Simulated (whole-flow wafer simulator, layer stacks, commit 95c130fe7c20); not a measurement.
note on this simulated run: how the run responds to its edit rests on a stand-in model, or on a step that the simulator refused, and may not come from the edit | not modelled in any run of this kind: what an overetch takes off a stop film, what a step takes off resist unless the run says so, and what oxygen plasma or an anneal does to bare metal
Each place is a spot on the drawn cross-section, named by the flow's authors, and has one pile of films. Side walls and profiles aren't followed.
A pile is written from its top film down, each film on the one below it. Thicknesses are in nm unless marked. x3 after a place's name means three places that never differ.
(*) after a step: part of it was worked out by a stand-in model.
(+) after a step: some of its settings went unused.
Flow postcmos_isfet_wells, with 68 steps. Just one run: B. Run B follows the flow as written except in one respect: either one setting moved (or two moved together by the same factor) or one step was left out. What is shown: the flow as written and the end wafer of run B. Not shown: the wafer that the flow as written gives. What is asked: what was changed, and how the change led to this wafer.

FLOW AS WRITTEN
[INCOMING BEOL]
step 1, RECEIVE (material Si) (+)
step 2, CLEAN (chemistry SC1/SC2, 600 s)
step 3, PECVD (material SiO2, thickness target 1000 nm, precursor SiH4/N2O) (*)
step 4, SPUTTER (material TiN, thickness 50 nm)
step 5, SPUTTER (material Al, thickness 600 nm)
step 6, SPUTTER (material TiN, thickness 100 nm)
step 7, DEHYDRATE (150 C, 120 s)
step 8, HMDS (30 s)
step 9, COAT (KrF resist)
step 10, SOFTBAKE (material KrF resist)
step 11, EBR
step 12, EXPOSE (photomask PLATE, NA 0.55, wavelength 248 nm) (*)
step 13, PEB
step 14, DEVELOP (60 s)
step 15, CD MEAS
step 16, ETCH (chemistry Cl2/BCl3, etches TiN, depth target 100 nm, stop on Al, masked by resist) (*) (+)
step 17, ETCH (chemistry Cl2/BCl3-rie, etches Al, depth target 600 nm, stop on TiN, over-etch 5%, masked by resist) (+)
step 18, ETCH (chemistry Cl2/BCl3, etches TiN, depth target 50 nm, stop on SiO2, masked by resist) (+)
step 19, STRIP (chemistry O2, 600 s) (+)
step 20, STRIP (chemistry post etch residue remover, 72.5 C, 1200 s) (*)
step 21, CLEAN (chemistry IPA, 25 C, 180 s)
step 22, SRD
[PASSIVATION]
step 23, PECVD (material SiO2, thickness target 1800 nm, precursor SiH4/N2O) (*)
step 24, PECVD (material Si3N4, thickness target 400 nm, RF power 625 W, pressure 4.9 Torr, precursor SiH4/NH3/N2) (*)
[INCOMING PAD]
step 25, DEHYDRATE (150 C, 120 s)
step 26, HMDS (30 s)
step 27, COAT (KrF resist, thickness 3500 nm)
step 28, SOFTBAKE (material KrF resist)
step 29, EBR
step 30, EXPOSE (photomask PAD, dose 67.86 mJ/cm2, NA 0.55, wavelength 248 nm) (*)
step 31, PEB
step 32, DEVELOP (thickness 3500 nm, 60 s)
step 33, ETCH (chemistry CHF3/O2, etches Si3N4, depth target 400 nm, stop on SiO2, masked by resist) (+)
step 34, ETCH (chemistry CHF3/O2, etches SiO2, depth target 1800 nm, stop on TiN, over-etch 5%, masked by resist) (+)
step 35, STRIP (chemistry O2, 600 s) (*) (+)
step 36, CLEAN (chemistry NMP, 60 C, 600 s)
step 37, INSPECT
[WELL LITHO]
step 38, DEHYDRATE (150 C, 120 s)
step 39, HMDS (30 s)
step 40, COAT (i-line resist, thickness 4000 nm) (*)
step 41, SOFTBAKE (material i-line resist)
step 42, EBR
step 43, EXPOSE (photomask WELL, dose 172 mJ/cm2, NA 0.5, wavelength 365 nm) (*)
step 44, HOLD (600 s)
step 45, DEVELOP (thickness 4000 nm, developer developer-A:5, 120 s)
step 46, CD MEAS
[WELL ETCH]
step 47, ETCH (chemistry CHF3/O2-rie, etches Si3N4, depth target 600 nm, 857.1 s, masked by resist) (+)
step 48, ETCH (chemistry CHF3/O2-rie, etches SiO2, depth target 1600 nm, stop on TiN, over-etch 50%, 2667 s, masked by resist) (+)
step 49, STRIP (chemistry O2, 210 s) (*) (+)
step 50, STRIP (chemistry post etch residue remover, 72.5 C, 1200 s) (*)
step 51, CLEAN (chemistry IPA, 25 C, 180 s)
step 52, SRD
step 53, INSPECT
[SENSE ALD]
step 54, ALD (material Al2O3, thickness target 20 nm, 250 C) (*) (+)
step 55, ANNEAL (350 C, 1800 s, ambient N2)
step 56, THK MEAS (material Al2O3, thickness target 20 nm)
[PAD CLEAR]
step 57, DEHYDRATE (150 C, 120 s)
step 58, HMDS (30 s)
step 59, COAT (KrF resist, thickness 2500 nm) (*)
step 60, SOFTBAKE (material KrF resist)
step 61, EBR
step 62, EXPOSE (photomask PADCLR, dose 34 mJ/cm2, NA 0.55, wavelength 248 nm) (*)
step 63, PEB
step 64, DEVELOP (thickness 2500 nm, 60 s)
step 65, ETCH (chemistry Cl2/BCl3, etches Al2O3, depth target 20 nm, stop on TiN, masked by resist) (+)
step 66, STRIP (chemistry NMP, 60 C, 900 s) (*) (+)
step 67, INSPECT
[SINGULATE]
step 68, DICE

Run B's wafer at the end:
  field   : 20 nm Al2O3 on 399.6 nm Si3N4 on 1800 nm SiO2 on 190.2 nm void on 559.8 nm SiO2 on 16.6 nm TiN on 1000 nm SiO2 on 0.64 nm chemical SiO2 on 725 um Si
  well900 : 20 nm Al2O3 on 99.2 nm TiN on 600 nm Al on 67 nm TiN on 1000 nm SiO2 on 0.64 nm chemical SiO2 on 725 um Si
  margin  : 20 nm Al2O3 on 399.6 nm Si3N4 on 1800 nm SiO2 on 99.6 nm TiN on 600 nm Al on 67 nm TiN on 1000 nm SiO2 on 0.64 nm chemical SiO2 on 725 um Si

The reason: step 4, SPUTTER: thickness 67 nm was run, though the flow has thickness 50 nm.
One can read it off the wafer: well900 has TiN 67, and step 4 as written asks for 50 nm.

Step by step, how the change led to this:
  step 4, SPUTTER (material TiN, thickness 50 nm)
      field, margin, well900, well1300 x3, pad_rim, pad_clr, pad_open: +67 TiN (new film) (in the flow as written it would be: +50 TiN (new film))
  step 18, ETCH (chemistry Cl2/BCl3, etches TiN, depth target 50 nm, stop on SiO2, masked by resist) (+)
      field: -50 TiN (in the flow as written it would be: -50 TiN (all of it))
  step 23, PECVD (material SiO2, thickness target 1800 nm, precursor SiH4/N2O) (*)
      field: +1800 SiO2 (new film), +190.2 void (new film), +559.8 SiO2 (new film) (in the flow as written it would be: +1800 SiO2 (new film), +189.9 void (new film), +559.7 SiO2)
With metal films that touch counted as one body, field has 1 body; the flow as written gives 0 bodies.
